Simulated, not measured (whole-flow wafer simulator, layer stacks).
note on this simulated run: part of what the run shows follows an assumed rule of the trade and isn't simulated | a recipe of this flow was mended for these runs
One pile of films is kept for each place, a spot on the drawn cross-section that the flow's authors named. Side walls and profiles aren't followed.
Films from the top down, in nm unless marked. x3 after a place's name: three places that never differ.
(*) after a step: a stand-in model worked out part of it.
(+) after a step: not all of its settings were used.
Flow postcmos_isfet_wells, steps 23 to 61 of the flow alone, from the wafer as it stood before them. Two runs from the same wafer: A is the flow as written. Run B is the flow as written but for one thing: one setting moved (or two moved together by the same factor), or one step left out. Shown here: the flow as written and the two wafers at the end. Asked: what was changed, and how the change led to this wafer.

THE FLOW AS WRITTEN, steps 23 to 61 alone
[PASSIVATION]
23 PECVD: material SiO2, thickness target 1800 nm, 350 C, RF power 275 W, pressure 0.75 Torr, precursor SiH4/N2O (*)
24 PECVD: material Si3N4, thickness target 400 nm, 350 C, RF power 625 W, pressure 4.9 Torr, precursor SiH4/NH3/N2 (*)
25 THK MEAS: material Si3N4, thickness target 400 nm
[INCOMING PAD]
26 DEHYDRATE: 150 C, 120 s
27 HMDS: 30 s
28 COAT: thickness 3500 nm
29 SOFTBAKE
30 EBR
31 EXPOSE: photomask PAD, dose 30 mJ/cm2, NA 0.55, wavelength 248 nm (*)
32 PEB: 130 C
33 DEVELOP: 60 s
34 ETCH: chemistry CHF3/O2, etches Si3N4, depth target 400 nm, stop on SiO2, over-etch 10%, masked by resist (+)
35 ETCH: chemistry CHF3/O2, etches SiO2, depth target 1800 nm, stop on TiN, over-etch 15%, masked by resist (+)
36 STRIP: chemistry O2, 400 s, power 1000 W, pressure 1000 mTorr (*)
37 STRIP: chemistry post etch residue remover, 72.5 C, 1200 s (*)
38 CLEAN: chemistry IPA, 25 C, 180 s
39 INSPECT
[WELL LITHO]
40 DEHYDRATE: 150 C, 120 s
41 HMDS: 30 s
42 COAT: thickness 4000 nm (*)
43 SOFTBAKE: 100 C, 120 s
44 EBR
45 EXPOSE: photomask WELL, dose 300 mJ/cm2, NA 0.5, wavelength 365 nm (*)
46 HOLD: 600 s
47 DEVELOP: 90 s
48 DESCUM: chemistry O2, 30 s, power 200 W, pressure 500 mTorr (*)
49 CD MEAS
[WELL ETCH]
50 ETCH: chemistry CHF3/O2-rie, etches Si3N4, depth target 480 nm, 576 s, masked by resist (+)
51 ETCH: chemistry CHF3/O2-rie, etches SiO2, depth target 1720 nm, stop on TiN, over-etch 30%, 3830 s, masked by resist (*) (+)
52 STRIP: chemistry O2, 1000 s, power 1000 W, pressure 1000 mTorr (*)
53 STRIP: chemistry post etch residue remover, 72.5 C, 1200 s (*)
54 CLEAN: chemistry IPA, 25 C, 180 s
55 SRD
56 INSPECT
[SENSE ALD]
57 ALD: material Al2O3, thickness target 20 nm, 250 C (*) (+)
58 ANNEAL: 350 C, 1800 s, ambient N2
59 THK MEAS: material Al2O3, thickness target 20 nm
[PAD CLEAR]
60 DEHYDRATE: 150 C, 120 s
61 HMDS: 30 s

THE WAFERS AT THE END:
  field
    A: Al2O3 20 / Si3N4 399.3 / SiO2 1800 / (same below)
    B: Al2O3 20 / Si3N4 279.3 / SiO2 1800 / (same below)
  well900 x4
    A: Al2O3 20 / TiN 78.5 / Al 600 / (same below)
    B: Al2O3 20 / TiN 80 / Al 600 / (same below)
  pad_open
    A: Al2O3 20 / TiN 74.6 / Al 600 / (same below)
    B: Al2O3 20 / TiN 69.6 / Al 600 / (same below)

The cause: step 24, PECVD: thickness target 280 nm was run, where the flow has thickness target 400 nm.

How the change led to this, step by step:
  24 PECVD: material Si3N4, thickness target 400 nm, 350 C, RF power 625 W, pressure 4.9 Torr, precursor SiH4/NH3/N2 (*)
      field, margin x2, well900 x4, pad_clr, pad_open: A Si3N4 +400 (new film) | B Si3N4 +280 (new film)
  34 ETCH: chemistry CHF3/O2, etches Si3N4, depth target 400 nm, stop on SiO2, over-etch 10%, masked by resist (+)
      field, margin x2, well900 x4, pad_clr: A thick-KrF-resist -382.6 | B thick-KrF-resist -267.8
      pad_open: A Si3N4 -400 (all of it), SiO2 -20 | B Si3N4 -280 (all of it), SiO2 -80
  35 ETCH: chemistry CHF3/O2, etches SiO2, depth target 1800 nm, stop on TiN, over-etch 15%, masked by resist (+)
      field, margin x2, well900 x4, pad_clr: A thick-KrF-resist -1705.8 | B thick-KrF-resist -1648.3
      pad_open: A SiO2 -1780 (all of it), TiN -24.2 | B SiO2 -1720 (all of it), TiN -29.2
  36 STRIP: chemistry O2, 400 s, power 1000 W, pressure 1000 mTorr (*)
      field, margin x2, well900 x4, pad_clr: A thick-KrF-resist -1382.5 (all of it) | B thick-KrF-resist -1554.8 (all of it)
  43 SOFTBAKE: 100 C, 120 s
      pad_clr: A thick-g/i-line-resist -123 | B thick-g/i-line-resist -114
      pad_open: A thick-g/i-line-resist +73 | B thick-g/i-line-resist +70
  50 ETCH: chemistry CHF3/O2-rie, etches Si3N4, depth target 480 nm, 576 s, masked by resist (+)
      well900 x4: A Si3N4 -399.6 (all of it), SiO2 -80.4 | B Si3N4 -279.6 (all of it), SiO2 -200.4
  51 ETCH: chemistry CHF3/O2-rie, etches SiO2, depth target 1720 nm, stop on TiN, over-etch 30%, 3830 s, masked by resist (*) (+)
      well900 x4: A SiO2 -1719.6 (all of it), TiN -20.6 | B SiO2 -1599.6 (all of it), TiN -19.2
  52 STRIP: chemistry O2, 1000 s, power 1000 W, pressure 1000 mTorr (*)
      pad_clr: A thick-g/i-line-resist -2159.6 (all of it) | B thick-g/i-line-resist -2204.3 (all of it)
